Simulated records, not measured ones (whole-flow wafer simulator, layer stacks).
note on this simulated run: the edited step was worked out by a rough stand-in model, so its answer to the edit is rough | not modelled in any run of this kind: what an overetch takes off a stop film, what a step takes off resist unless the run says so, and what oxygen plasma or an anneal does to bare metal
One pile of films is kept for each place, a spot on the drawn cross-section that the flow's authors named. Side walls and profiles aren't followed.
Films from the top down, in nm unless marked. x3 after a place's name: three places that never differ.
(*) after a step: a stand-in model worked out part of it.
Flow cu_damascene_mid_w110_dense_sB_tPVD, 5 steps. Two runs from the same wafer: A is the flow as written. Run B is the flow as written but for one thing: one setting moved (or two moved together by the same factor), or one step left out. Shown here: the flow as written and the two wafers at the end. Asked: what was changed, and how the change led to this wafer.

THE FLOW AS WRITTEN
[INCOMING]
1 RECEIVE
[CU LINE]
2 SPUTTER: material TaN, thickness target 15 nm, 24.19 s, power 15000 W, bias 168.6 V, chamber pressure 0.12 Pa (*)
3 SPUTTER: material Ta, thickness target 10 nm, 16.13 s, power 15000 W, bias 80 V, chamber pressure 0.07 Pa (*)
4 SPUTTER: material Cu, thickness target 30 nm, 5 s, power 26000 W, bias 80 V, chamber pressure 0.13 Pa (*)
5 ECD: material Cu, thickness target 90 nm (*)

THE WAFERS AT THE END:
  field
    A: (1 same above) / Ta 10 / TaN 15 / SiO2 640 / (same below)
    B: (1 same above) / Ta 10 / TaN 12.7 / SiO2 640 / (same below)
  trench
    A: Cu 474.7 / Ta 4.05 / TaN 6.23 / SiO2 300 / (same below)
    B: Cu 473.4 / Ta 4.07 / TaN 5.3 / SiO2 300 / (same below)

The cause: step 2, SPUTTER: 20.56 s was run, where the flow has 24.19 s.

How the change led to this, step by step:
  2 SPUTTER: material TaN, thickness target 15 nm, 24.19 s, power 15000 W, bias 168.6 V, chamber pressure 0.12 Pa (*)
      field: A TaN +15 (new film) | B TaN +12.7 (new film)
      trench: A TaN +6.23 (new film) | B TaN +5.3 (new film)
